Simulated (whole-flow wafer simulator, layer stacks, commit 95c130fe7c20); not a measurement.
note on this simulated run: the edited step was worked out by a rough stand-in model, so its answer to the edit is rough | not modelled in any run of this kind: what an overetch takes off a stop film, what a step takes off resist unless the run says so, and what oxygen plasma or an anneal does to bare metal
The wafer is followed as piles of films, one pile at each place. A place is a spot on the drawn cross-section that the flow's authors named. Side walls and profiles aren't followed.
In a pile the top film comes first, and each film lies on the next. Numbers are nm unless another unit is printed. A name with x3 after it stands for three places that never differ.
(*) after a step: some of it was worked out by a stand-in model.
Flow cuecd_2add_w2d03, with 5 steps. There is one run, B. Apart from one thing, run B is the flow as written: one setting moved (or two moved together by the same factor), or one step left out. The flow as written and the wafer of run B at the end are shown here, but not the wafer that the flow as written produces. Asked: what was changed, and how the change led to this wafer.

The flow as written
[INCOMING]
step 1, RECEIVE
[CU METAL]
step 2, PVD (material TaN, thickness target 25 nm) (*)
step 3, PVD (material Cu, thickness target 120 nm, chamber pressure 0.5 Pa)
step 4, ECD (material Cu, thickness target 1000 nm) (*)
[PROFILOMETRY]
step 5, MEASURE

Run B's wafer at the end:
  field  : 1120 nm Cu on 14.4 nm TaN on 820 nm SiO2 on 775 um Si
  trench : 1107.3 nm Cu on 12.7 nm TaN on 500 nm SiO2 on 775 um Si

Cause: step 2, PVD: thickness target 14.4 nm was run, whereas the flow has thickness target 25 nm.
One can read it off the wafer: field has TaN 14.4, and step 2 as written asks for 25 nm.

Step by step, how the change led to this:
  step 2, PVD (material TaN, thickness target 25 nm) (*)
      field: TaN gains 14.4 (new film) (as written it would have been: TaN gains 25 (new film))
      trench: TaN gains 12.7 (new film) (as written it would have been: TaN gains 22.1 (new film))
